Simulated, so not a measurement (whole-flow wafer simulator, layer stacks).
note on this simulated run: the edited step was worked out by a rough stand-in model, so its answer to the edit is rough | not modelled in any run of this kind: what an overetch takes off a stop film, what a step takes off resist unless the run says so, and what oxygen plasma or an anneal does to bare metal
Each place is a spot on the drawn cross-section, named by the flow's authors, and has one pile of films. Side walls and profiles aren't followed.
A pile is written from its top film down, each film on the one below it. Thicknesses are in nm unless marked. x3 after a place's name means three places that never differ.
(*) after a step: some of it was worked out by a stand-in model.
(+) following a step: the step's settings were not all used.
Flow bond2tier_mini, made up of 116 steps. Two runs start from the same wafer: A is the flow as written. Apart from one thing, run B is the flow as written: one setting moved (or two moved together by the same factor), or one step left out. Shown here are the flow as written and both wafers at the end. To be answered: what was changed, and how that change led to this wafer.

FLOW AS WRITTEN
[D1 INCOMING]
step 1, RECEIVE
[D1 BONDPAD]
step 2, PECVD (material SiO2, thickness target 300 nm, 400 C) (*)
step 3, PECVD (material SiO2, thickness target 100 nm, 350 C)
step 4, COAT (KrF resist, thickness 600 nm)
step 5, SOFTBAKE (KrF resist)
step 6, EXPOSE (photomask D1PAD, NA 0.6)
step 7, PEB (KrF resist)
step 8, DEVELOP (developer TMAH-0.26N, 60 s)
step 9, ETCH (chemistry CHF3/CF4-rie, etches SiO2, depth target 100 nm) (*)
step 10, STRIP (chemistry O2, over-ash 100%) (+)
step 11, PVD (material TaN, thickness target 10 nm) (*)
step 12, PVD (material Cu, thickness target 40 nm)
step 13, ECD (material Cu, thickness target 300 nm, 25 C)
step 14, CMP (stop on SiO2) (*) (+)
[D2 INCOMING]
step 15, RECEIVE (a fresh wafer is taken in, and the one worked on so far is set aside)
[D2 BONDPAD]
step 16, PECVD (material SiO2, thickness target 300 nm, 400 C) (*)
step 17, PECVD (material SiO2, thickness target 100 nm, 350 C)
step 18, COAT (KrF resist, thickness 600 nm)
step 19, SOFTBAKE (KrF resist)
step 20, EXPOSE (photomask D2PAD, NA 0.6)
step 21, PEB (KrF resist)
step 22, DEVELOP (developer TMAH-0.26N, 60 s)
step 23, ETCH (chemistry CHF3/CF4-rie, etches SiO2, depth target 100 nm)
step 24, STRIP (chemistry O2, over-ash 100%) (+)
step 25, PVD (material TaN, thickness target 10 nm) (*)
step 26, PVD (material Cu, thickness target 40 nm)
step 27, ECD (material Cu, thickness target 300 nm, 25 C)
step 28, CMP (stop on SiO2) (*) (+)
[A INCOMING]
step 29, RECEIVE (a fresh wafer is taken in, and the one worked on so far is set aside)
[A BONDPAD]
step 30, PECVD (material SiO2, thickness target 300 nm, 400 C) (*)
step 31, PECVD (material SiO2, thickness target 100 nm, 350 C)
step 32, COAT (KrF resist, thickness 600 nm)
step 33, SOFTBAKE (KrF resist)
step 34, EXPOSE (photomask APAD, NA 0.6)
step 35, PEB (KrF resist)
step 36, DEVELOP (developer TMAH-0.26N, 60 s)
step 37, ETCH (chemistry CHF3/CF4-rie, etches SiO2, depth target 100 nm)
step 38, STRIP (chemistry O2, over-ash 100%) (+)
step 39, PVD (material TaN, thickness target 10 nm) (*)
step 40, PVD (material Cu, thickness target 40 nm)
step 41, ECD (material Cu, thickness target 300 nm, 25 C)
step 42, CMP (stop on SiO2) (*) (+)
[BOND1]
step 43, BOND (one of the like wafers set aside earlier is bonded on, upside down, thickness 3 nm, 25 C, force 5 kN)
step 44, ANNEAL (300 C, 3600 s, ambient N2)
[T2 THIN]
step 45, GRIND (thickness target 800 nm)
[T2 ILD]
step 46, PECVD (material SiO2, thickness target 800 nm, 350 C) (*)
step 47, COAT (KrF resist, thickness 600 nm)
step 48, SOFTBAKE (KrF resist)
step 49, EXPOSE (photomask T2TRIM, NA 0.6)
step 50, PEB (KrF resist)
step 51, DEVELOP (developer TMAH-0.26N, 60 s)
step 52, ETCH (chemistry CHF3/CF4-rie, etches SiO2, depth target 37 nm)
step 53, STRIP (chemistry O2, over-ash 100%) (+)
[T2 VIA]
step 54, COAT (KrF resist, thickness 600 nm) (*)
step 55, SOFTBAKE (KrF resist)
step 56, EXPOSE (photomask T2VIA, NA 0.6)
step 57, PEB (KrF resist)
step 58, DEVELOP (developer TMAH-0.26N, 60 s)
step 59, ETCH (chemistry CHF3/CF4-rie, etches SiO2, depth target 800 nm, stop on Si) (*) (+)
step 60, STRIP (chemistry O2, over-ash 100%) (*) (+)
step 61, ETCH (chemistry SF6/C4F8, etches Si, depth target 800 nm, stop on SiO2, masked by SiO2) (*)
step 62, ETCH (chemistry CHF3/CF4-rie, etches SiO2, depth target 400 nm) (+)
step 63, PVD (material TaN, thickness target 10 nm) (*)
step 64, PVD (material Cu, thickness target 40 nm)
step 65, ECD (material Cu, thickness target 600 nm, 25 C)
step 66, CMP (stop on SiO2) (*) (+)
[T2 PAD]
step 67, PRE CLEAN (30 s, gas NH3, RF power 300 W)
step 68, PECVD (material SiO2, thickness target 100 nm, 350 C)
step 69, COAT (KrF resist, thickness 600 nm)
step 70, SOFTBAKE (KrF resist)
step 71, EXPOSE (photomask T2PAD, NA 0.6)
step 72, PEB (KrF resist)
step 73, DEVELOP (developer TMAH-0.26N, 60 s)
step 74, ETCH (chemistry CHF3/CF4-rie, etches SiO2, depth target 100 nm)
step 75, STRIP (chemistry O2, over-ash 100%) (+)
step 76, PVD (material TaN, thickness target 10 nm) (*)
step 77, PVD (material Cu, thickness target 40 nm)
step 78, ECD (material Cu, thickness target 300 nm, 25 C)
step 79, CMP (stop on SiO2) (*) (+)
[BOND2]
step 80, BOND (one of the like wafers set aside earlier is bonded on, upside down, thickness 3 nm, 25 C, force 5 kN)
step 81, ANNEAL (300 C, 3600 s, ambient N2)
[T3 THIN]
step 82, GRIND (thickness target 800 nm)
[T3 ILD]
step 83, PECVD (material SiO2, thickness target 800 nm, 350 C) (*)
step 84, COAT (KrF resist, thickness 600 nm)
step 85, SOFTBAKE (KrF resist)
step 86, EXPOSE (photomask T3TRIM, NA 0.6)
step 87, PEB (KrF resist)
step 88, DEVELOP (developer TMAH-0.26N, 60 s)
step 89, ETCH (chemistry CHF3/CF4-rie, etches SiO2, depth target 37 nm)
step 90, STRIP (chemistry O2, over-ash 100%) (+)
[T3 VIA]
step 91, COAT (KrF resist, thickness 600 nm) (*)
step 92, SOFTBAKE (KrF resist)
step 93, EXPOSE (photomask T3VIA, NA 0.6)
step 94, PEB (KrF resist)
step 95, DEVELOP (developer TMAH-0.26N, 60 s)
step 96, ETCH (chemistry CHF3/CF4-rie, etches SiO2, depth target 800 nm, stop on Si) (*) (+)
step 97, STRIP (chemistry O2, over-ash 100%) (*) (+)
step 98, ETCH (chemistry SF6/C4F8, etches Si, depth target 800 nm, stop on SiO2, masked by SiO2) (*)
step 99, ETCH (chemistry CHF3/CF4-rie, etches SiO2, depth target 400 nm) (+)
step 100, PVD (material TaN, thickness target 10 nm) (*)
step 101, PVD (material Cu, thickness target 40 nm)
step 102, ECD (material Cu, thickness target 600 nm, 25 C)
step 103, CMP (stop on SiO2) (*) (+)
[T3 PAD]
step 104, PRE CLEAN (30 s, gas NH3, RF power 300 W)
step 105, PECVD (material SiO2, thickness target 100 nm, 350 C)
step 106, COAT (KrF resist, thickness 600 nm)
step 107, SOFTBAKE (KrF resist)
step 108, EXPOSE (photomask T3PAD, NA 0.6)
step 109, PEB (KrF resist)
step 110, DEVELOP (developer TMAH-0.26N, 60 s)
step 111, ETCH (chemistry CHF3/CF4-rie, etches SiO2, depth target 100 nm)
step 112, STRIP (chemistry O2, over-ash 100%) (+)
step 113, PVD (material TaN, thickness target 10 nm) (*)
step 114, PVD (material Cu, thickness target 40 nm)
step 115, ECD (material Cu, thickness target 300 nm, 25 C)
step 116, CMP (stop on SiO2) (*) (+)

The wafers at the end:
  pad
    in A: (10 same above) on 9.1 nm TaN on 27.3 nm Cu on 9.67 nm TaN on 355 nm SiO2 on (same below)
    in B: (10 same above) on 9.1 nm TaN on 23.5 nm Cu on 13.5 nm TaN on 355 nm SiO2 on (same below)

The reason: step 63, PVD: thickness target 14 nm was run, though the flow has thickness target 10 nm.

Step by step, how the change led to this:
  step 63, PVD (material TaN, thickness target 10 nm) (*)
      field: A TaN gains 10 (new film) | B TaN gains 14 (new film)
      pad: A TaN gains 9.67 (new film) | B TaN gains 13.5 (new film)
  step 66, CMP (stop on SiO2) (*) (+)
      field: A Cu loses 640 (all of it), TaN loses 10 (all of it) | B Cu loses 640 (all of it), TaN loses 14 (all of it)
